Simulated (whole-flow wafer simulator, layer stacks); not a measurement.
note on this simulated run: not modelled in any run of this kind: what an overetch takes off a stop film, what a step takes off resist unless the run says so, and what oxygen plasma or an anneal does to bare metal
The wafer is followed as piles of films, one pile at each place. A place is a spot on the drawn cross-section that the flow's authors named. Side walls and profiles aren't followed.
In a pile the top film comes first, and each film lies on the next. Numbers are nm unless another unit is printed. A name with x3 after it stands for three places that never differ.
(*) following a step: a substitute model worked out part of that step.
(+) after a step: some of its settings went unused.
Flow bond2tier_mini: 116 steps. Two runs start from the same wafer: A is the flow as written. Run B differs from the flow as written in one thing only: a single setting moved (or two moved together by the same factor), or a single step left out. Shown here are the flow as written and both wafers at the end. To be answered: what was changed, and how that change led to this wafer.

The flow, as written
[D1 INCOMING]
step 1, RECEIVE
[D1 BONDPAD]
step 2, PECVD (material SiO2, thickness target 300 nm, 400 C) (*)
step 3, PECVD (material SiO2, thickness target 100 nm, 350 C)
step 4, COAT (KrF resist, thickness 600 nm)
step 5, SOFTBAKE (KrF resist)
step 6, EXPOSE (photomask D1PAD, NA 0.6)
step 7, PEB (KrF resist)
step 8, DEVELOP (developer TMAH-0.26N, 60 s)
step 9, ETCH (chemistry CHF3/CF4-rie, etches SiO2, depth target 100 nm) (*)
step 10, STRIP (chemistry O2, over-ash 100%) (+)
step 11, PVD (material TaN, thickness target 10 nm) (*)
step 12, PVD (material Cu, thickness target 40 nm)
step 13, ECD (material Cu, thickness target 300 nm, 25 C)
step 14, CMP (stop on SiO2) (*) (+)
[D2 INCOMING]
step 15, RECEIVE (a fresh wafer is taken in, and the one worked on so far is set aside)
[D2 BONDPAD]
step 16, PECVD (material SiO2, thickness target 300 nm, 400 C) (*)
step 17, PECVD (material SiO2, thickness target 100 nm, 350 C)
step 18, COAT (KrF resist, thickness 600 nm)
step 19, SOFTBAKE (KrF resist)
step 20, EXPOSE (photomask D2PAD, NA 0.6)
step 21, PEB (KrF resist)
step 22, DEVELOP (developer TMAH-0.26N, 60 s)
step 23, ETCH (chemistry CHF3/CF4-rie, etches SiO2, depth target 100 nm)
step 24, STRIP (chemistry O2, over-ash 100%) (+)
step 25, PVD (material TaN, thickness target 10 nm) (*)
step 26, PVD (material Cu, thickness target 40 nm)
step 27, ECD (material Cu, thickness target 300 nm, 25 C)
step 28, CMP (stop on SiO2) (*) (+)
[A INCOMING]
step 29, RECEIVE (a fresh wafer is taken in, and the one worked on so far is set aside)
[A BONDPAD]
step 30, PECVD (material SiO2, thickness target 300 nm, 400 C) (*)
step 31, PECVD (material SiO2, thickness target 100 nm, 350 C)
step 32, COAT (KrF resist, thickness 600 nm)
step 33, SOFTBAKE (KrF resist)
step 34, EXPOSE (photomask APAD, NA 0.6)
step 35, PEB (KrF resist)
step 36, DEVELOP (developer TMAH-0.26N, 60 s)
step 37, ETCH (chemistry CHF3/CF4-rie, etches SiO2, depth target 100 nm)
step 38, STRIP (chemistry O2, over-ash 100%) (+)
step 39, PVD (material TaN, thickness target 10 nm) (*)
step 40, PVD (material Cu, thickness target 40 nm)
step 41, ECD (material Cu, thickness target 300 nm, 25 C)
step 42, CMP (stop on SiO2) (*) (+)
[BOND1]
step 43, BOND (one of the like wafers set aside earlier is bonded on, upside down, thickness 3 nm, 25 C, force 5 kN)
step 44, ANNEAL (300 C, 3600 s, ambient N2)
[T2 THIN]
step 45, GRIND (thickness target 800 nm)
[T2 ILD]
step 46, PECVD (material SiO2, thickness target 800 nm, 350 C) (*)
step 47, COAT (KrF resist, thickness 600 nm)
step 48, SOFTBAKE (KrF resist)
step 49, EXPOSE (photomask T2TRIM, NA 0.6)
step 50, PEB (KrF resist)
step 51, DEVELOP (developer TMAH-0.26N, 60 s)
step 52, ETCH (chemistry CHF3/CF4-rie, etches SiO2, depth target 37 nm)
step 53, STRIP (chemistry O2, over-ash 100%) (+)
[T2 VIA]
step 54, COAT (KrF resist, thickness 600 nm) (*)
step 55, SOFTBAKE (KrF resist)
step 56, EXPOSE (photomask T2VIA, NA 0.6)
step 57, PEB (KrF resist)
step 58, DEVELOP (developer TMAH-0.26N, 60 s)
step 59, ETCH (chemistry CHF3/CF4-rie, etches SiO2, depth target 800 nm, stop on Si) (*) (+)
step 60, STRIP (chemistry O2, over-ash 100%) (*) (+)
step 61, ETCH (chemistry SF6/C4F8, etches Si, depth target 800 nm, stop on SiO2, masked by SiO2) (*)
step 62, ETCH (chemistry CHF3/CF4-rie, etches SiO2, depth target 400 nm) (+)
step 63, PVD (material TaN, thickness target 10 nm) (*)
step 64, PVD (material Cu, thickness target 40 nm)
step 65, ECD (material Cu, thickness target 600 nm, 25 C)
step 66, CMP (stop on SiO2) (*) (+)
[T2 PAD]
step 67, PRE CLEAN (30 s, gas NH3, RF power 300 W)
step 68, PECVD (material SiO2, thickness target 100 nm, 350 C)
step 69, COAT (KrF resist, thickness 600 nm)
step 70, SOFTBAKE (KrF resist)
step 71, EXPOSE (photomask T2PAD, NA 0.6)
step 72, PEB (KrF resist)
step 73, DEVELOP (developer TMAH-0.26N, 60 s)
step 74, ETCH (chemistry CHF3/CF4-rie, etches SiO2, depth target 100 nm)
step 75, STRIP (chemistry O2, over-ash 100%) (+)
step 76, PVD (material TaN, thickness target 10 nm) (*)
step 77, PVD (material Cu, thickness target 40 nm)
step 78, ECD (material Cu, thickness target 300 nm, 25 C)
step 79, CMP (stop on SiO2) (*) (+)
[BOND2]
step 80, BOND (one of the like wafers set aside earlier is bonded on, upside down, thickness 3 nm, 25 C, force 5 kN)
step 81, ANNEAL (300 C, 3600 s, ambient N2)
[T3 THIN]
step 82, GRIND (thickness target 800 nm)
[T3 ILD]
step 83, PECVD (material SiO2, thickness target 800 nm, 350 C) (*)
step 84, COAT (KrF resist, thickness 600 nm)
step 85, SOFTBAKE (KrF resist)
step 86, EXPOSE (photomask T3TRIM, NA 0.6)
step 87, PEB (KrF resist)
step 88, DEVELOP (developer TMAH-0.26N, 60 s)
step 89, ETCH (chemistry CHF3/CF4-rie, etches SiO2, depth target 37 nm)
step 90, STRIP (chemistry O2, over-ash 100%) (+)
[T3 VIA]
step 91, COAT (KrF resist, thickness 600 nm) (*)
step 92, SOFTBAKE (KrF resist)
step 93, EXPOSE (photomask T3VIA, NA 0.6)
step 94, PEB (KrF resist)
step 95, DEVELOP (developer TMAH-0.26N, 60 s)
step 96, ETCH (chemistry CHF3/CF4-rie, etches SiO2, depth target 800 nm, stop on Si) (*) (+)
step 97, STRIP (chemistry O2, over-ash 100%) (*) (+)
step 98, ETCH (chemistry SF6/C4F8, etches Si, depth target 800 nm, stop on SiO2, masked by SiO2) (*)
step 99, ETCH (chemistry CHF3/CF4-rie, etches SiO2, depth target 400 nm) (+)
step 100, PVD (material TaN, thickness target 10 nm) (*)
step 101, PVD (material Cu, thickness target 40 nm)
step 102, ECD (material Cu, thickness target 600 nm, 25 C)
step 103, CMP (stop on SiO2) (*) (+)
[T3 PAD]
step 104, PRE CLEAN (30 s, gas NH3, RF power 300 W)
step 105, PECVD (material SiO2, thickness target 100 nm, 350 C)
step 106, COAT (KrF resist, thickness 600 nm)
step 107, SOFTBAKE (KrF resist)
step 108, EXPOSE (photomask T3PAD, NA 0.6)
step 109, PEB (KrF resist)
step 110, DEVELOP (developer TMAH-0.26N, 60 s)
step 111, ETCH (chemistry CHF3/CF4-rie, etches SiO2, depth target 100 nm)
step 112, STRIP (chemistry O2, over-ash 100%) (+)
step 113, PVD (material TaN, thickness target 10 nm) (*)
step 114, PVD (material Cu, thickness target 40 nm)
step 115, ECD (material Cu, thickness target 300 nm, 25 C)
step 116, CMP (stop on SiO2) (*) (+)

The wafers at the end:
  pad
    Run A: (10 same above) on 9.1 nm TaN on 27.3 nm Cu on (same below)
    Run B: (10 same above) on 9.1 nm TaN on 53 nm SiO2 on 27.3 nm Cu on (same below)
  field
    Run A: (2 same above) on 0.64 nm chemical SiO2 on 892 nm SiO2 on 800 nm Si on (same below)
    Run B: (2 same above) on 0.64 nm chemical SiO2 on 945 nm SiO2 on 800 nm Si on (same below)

The reason: step 68, PECVD: thickness target 153 nm was run, while the flow as written has thickness target 100 nm.

Step by step, how the change led to this:
  step 68, PECVD (material SiO2, thickness target 100 nm, 350 C)
      field: A +100 SiO2 | B +153 SiO2
      pad: A +100 SiO2 (new film) | B +153 SiO2 (new film)
  step 74, ETCH (chemistry CHF3/CF4-rie, etches SiO2, depth target 100 nm)
      pad: A -100 SiO2 (all of it) | B -100 SiO2
Taking metal films that touch as one body, pad has 4 bodies (between them, from the top down: SiO2 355 / Si 800 / chemical SiO2 0.64 / SiO2 300; SiO2 53; SiO2 355 / Si 800 / chemical SiO2 0.64 / SiO2 300); the flow as written gives 3 bodies (between them, from the top down: SiO2 355 / Si 800 / chemical SiO2 0.64 / SiO2 300; SiO2 355 / Si 800 / chemical SiO2 0.64 / SiO2 300).
